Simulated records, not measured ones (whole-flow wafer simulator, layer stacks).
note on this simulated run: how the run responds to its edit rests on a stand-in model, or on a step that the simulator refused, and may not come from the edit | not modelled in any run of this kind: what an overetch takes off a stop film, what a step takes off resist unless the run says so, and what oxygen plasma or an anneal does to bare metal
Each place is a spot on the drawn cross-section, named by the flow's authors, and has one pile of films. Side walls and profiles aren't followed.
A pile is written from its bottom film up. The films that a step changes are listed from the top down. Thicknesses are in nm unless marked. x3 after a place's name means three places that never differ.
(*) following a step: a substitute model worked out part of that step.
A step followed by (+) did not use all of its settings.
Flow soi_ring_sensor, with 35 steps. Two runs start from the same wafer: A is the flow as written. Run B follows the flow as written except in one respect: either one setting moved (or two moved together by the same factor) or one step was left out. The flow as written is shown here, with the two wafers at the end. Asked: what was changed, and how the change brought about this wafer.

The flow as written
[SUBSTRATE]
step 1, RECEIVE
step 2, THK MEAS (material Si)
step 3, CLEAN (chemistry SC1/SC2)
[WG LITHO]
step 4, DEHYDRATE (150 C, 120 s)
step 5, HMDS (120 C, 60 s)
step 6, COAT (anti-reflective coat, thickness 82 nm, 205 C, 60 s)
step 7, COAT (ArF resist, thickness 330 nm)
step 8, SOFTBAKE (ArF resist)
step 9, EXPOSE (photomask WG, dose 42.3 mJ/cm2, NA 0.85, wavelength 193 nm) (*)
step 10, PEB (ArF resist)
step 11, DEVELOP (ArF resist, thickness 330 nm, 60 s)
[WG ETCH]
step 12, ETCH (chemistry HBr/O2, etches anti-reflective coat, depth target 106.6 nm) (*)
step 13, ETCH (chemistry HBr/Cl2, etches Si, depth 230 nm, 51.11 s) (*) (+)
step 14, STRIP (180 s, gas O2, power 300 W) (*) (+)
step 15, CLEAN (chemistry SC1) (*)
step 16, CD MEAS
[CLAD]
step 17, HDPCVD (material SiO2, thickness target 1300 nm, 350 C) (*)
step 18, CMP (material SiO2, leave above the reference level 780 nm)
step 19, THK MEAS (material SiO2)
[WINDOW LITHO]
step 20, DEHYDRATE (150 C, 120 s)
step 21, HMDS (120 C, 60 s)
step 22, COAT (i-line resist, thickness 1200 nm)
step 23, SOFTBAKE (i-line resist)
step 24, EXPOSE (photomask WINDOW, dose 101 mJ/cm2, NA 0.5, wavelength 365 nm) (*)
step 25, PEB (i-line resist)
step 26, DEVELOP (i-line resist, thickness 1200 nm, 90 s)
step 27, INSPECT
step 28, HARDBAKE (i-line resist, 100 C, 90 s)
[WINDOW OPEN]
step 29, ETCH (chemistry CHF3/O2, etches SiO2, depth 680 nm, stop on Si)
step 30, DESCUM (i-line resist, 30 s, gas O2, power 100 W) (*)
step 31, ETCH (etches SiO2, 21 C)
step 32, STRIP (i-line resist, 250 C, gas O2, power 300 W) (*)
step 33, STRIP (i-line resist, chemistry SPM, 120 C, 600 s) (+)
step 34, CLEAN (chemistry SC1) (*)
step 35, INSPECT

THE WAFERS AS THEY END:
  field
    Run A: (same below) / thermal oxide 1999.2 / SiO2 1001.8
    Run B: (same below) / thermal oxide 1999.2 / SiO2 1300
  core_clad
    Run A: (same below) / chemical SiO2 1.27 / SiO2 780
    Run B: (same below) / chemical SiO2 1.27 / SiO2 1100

What caused this: step 18, CMP: leave above the reference level 1100 nm was run, while the flow as written has leave above the reference level 780 nm.
The wafer itself shows it: core_clad has SiO2 1100, and step 18 as written asks for 780 nm.

Step by step, how the change led to this:
  step 18, CMP (material SiO2, leave above the reference level 780 nm)
      gap, window, field, gap_clad: A SiO2 loses 298.2 | B nothing
      core, core_clad: A SiO2 loses 520 | B SiO2 loses 200
  step 31, ETCH (etches SiO2, 21 C)
      core: A SiO2 loses 100 (all of it), chemical SiO2 loses 1.27 (all of it) | B SiO2 loses 420 (all of it), chemical SiO2 loses 1.27 (all of it)
  step 32, STRIP (i-line resist, 250 C, gas O2, power 300 W) (*)
      core_clad: A i-line resist loses 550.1 (all of it) | B i-line resist loses 531.9 (all of it)
